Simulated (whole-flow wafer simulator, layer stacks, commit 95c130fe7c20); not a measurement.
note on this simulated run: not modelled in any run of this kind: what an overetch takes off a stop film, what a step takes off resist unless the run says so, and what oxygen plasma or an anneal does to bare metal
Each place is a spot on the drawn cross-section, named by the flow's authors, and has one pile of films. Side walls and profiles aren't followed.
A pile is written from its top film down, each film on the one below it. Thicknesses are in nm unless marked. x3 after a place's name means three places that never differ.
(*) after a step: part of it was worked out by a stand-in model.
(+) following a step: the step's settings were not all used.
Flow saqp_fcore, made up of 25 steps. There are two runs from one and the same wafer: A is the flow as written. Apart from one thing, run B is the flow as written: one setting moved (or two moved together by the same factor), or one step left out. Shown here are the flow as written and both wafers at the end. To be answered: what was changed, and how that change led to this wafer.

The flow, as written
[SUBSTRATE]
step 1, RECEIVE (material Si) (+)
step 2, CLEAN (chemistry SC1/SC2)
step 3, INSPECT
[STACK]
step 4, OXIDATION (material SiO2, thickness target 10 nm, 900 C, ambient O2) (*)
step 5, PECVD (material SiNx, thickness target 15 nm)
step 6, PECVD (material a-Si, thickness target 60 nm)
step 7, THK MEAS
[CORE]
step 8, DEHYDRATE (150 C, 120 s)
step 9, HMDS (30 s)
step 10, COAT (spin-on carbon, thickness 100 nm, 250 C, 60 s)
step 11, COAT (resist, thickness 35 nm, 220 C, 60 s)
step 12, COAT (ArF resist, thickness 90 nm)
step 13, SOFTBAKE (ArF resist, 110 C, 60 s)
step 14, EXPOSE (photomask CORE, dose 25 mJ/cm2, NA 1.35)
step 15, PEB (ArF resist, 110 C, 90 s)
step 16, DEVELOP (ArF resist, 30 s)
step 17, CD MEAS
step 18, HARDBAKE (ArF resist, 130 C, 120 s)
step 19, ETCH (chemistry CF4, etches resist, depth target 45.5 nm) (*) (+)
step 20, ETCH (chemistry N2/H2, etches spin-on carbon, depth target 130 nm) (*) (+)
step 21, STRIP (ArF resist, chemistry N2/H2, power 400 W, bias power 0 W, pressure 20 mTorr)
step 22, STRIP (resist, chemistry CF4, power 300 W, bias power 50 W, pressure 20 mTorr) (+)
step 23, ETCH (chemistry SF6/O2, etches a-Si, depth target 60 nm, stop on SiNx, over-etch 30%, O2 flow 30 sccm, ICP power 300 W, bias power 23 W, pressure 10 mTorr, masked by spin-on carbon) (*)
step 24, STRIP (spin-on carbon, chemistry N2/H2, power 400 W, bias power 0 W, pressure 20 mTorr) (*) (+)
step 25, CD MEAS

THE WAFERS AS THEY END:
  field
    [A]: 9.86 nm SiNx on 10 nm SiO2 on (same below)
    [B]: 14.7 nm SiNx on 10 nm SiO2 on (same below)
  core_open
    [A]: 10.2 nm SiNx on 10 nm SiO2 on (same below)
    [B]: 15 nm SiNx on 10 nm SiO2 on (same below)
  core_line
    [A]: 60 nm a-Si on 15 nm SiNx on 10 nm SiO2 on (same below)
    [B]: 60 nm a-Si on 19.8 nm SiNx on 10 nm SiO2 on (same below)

The reason: step 5, PECVD: thickness target 19.8 nm was run, whereas the flow has thickness target 15 nm.
The wafer itself shows it: core_line has SiNx 19.8, and step 5 as written asks for 15 nm.

Step by step, how the change led to this:
  step 5, PECVD (material SiNx, thickness target 15 nm)
      field, core_open, core_line: A SiNx gains 15 (new film) | B SiNx gains 19.8 (new film)
